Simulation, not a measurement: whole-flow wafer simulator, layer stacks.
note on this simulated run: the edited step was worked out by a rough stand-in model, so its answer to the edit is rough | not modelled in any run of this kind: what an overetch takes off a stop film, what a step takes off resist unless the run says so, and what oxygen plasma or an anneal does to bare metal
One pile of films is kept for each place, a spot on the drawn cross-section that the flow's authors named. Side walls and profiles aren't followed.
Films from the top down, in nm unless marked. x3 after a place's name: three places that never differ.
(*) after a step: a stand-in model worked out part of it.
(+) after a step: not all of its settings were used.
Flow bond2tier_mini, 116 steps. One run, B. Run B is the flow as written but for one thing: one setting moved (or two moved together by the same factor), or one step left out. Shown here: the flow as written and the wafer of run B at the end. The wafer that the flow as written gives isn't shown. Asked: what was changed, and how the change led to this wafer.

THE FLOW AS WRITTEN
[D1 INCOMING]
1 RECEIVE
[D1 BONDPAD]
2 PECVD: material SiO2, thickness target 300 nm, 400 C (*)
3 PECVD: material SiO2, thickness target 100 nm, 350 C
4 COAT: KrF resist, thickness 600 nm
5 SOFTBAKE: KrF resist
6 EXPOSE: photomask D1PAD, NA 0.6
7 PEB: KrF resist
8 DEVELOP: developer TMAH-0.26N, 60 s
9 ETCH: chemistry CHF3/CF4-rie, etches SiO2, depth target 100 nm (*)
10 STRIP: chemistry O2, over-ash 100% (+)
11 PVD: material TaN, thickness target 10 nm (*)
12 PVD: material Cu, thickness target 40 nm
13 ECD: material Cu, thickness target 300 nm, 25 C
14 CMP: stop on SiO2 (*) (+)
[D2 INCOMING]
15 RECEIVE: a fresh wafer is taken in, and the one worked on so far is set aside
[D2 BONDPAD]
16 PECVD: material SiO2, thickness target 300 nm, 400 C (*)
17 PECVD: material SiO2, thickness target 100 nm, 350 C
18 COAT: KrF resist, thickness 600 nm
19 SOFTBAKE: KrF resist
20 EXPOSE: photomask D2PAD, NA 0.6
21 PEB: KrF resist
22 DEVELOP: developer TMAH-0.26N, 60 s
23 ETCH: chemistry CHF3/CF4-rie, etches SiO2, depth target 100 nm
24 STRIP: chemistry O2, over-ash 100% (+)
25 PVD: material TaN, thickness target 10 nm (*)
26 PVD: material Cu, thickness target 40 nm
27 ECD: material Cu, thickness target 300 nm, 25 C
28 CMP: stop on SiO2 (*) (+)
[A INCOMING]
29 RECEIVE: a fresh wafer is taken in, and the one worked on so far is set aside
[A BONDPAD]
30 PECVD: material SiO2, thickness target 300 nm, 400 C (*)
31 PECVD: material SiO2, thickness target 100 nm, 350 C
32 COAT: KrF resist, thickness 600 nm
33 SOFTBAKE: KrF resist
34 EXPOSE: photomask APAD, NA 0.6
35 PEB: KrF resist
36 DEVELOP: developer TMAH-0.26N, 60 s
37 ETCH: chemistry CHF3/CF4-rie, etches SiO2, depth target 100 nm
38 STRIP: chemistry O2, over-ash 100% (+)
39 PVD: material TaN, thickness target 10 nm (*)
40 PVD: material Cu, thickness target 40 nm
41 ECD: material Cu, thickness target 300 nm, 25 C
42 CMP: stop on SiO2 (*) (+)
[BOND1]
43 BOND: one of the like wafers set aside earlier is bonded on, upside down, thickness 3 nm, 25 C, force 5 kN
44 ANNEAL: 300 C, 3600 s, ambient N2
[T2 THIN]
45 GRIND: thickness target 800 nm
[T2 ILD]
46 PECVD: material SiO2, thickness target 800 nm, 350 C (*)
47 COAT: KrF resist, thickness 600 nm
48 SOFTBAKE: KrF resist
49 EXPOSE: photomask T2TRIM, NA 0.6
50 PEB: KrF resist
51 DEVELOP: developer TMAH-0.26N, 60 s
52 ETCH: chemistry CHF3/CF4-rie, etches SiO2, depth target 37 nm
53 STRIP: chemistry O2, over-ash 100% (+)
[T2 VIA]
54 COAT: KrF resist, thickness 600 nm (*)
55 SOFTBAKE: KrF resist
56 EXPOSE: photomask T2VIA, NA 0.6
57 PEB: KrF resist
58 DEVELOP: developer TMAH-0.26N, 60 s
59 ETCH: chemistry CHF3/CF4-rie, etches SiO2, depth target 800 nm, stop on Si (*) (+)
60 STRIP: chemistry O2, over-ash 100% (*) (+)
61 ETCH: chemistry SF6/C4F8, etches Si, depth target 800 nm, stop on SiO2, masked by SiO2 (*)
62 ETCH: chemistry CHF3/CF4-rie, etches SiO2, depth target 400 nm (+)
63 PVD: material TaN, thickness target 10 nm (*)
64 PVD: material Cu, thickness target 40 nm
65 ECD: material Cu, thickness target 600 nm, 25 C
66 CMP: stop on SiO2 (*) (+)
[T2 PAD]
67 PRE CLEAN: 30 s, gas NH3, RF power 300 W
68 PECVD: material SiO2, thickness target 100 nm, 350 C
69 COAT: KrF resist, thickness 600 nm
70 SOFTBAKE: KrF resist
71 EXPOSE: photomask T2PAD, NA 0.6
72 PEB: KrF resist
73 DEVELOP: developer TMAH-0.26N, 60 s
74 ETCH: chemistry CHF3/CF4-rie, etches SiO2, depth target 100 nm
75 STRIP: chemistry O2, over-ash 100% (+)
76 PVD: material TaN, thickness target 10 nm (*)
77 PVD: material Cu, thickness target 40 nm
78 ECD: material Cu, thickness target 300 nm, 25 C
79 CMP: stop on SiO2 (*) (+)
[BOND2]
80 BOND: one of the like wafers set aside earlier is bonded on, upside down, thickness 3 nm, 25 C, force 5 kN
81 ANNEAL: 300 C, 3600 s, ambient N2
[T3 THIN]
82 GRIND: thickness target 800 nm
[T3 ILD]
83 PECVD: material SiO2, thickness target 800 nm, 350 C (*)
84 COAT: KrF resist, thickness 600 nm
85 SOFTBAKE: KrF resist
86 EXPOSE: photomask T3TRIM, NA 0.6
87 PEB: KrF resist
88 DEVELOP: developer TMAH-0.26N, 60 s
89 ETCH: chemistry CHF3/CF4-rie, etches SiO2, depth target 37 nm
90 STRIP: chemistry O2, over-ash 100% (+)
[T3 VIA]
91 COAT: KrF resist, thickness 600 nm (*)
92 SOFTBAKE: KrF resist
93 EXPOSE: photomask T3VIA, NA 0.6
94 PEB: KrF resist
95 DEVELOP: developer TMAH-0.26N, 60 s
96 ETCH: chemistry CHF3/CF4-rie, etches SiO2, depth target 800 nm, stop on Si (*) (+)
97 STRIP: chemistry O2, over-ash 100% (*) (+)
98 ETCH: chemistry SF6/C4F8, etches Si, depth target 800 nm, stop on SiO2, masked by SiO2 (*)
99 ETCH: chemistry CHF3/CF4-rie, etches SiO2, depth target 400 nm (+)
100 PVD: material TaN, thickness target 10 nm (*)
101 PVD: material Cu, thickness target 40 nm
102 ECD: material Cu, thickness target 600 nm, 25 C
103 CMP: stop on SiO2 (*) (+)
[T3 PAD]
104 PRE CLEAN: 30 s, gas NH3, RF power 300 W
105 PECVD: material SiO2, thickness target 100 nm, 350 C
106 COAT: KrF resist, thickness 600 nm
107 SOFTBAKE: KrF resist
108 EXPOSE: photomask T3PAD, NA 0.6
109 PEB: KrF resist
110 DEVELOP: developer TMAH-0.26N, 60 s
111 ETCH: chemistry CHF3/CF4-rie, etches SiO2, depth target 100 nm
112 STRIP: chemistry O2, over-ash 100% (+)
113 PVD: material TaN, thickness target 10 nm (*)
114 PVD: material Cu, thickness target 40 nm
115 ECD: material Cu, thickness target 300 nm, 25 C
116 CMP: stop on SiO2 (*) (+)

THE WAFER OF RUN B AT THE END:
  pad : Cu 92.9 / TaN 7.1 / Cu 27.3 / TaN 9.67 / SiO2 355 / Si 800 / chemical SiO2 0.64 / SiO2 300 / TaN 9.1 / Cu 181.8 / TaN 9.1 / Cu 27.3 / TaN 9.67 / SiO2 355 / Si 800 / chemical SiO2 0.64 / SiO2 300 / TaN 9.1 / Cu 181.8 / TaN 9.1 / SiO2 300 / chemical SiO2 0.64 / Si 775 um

The cause: step 113, PVD: thickness target 7.8 nm was run, where the flow has thickness target 10 nm.

How the change led to this, step by step:
  113 PVD: material TaN, thickness target 10 nm (*)
      field: TaN +7.8 (new film) (as written it would be: TaN +10 (new film))
      pad: TaN +7.1 (new film) (as written it would be: TaN +9.1 (new film))
  116 CMP: stop on SiO2 (*) (+)
      field: Cu -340 (all of it), TaN -7.8 (all of it) (as written it would be: Cu -340 (all of it), TaN -10 (all of it))
